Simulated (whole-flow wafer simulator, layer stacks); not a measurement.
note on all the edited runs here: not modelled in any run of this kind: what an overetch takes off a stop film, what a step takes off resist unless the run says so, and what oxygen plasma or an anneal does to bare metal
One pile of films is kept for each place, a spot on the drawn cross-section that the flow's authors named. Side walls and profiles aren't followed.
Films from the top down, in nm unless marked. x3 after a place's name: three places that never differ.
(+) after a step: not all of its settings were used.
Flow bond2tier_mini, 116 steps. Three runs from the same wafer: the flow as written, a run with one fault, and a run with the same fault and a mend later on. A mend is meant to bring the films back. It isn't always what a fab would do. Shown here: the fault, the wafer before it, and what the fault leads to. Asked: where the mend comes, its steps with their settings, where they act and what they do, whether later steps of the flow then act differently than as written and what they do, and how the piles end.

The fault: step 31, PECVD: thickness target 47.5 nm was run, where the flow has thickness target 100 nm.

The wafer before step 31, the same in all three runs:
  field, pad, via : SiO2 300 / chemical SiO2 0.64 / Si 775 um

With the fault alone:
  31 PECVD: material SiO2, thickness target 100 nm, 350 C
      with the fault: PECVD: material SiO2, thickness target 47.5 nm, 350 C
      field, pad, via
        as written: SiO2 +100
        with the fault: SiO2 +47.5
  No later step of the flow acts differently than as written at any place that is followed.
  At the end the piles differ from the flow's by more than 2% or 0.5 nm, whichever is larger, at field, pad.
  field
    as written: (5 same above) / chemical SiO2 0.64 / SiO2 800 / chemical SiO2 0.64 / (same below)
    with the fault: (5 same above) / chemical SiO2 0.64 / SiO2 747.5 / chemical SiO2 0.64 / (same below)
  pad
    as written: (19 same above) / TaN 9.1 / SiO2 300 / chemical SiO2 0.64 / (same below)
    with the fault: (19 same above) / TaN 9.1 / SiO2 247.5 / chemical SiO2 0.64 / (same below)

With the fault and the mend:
  The mend comes after step 36.
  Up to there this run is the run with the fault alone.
  36a STRIP: chemistry O2, over-ash 100% (+)
      field
        KrF resist -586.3 (all of it)
  36b PECVD: material SiO2, thickness target 52.5 nm, 350 C (the flow's step 31 once more, with other settings)
      field, pad, via
        SiO2 +52.5
  36c COAT: KrF resist, thickness 600 nm (the flow's step 32 once more)
      field, pad, via
        KrF resist +600 (new film)
  36d SOFTBAKE: KrF resist (the flow's step 33 once more)
      changes no film at any place that is followed
  36e EXPOSE: photomask APAD, NA 0.6 (the flow's step 34 once more)
      changes no film at any place that is followed
  36f PEB: KrF resist (the flow's step 35 once more)
      changes no film at any place that is followed
  36g DEVELOP: developer TMAH-0.26N, 60 s (the flow's step 36 once more)
      pad, via
        KrF resist -600 (all of it)
      field
        KrF resist -13.7
  No later step of the flow acts differently than as written at any place that is followed.
  At the end the piles are the same as the flow's at every place that both follow.
